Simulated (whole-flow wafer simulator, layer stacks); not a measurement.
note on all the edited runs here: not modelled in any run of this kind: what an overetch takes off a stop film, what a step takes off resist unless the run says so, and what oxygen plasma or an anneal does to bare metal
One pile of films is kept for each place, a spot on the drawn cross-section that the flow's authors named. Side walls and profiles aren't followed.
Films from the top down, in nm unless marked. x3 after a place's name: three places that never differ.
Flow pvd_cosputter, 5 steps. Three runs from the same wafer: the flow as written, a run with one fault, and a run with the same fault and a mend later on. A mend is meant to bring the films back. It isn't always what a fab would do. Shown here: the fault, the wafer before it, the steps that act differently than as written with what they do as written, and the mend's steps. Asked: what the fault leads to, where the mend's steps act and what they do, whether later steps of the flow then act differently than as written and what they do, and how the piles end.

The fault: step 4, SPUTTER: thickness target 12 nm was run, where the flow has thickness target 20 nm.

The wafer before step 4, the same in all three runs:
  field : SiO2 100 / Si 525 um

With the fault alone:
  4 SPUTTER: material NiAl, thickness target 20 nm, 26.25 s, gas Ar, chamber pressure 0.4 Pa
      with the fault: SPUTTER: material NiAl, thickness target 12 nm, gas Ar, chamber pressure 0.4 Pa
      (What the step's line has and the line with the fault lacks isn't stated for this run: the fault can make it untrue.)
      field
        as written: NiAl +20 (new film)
        with the fault: NiAl +12 (new film)
  No later step of the flow acts differently than as written at any place that is followed.
  At the end the piles differ from the flow's by more than 2% or 0.5 nm, whichever is larger, at field.
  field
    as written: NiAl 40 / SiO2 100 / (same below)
    with the fault: NiAl 32 / SiO2 100 / (same below)

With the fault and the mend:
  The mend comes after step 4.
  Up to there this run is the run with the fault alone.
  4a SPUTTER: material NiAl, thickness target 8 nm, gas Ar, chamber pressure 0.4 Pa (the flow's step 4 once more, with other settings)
      field
        NiAl +8
  No later step of the flow acts differently than as written at any place that is followed.
  At the end the piles are the same as the flow's at every place that both follow.
